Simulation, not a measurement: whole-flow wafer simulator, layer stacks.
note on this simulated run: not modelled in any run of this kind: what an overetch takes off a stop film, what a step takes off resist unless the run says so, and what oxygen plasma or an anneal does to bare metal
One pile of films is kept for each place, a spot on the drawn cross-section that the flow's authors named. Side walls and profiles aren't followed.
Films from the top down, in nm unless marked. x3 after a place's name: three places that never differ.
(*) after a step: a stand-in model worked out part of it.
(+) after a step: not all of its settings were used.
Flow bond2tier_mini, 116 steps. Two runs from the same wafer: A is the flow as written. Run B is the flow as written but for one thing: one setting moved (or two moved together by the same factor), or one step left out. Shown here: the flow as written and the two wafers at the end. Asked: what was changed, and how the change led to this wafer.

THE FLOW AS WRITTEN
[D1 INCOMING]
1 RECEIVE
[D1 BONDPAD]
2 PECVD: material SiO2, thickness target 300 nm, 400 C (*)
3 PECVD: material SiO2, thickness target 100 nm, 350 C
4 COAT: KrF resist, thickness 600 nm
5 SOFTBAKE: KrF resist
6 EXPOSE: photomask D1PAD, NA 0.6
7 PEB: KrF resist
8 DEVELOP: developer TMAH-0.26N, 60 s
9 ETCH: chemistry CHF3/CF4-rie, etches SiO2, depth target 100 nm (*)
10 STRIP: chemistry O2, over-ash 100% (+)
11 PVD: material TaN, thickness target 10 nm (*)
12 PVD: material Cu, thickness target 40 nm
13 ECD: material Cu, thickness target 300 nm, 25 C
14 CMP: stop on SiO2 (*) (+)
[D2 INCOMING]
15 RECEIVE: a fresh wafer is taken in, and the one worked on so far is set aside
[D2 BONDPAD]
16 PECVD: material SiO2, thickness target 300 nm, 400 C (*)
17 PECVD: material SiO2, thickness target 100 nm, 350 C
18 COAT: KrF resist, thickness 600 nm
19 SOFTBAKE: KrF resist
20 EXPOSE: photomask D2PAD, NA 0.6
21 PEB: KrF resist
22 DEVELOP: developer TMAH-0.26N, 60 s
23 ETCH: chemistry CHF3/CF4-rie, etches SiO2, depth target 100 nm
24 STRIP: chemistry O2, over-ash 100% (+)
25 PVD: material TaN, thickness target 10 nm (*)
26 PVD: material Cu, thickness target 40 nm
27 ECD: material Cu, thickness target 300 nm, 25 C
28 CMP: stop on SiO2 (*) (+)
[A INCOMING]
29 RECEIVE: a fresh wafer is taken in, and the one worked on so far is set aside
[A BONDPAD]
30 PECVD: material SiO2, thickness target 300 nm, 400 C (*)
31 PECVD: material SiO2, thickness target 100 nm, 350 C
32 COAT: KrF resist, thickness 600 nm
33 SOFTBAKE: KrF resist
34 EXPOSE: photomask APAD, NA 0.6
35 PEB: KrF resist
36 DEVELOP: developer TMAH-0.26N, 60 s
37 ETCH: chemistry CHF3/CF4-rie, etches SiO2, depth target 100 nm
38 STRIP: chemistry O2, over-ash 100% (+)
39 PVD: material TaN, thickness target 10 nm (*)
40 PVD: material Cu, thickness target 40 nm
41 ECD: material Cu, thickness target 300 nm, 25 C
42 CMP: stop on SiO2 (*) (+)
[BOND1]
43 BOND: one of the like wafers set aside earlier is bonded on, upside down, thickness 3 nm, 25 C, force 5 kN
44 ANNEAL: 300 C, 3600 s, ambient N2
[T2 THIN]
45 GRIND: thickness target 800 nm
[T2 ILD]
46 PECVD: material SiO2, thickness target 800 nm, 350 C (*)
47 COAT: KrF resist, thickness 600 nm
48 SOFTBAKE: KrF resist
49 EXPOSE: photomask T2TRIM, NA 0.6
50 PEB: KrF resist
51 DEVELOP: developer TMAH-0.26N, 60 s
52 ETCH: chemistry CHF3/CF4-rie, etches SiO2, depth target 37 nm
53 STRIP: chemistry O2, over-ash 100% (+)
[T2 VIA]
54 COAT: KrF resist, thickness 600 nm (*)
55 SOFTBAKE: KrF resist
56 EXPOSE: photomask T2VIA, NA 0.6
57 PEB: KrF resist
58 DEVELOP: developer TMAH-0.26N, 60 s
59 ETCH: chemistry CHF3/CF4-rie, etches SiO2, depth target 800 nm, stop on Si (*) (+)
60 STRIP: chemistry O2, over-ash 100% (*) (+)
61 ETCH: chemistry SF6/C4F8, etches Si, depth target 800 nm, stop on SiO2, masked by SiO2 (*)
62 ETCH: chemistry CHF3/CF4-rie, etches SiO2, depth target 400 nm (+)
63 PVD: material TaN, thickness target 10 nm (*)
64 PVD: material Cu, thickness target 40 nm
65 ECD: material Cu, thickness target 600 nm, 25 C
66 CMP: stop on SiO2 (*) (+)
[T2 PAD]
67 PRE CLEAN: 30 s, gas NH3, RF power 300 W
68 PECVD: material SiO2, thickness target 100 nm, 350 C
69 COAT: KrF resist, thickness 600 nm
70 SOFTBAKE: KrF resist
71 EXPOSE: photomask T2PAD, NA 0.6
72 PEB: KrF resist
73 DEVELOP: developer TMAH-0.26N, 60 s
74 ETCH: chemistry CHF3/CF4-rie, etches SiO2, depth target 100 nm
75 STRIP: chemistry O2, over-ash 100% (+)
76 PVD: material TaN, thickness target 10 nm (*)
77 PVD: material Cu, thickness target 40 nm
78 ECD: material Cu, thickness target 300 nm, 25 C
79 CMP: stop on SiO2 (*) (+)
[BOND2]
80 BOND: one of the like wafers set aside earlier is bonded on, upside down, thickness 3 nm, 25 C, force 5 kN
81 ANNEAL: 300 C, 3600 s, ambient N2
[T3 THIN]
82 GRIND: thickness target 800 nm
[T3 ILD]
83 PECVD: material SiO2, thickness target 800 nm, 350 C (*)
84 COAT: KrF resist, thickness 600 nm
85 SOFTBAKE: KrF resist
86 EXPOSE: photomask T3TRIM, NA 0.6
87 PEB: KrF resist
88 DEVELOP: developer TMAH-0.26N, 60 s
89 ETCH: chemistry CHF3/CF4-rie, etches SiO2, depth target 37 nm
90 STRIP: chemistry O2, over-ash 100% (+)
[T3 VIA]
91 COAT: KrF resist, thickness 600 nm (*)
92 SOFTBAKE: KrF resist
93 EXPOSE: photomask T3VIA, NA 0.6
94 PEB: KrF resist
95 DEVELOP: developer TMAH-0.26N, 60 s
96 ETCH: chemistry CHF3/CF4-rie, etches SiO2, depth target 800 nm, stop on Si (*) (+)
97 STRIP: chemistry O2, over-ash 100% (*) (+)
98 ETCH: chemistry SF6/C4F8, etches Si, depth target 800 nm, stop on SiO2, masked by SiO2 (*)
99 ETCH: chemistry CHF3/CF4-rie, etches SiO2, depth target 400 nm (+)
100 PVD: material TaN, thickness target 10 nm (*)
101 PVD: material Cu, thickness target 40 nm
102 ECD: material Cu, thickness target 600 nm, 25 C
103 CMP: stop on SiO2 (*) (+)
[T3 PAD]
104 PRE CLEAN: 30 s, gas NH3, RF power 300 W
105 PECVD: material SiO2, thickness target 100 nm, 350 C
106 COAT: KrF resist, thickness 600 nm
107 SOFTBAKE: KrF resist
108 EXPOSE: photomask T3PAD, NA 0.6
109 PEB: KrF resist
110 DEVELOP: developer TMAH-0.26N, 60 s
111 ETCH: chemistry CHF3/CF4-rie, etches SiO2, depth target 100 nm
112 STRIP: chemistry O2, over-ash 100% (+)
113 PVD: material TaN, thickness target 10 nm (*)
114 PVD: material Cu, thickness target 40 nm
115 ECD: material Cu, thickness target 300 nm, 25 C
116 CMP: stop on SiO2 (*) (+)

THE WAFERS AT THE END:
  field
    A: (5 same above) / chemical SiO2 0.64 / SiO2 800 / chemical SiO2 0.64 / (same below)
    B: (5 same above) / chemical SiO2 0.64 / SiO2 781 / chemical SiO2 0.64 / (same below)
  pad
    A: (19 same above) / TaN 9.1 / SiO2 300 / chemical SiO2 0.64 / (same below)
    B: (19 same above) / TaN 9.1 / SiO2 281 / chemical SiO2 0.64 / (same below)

The cause: step 31, PECVD: thickness target 81 nm was run, where the flow has thickness target 100 nm.

How the change led to this, step by step:
  31 PECVD: material SiO2, thickness target 100 nm, 350 C
      field, pad, via: A SiO2 +100 | B SiO2 +81
